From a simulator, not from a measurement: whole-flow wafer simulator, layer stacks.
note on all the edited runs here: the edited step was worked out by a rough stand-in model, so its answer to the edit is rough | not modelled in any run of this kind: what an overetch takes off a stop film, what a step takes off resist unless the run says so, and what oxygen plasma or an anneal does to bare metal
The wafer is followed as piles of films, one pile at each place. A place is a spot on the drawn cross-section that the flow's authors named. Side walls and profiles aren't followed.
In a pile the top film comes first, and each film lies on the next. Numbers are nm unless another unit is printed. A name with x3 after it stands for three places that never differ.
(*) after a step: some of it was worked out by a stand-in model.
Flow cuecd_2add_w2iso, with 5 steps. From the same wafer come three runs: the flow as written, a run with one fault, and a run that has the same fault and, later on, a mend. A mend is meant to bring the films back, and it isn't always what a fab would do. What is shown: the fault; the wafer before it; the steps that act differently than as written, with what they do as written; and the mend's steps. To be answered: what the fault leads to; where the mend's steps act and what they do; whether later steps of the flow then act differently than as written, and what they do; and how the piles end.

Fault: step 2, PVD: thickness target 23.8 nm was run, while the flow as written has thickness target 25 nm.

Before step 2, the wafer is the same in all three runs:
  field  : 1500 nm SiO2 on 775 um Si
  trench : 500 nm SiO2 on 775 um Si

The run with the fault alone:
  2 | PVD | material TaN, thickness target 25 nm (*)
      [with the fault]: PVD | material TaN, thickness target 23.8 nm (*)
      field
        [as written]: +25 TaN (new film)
        [with the fault]: +23.8 TaN (new film)
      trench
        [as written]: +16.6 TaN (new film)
        [with the fault]: +15.8 TaN (new film)
  Later steps of the flow that are run all act as written at every place that is followed, up to a difference of at most 2% or 0.5 nm, whichever is larger.
  The piles end different from the flow's at field, trench by more than 2% or 0.5 nm, whichever is larger.
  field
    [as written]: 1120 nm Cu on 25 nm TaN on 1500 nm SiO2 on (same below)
    [with the fault]: 1120 nm Cu on 23.8 nm TaN on 1500 nm SiO2 on (same below)
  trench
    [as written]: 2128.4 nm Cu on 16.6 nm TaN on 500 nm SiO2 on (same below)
    [with the fault]: 2128 nm Cu on 15.8 nm TaN on 500 nm SiO2 on (same below)

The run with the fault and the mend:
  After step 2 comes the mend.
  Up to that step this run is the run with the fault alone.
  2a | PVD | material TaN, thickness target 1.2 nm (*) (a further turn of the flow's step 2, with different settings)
      field
        +1.2 TaN
      trench
        +0.79 TaN
  Later steps of the flow that are run all act as written at every place that is followed.
  The piles end the same as the flow's at every place that both follow.
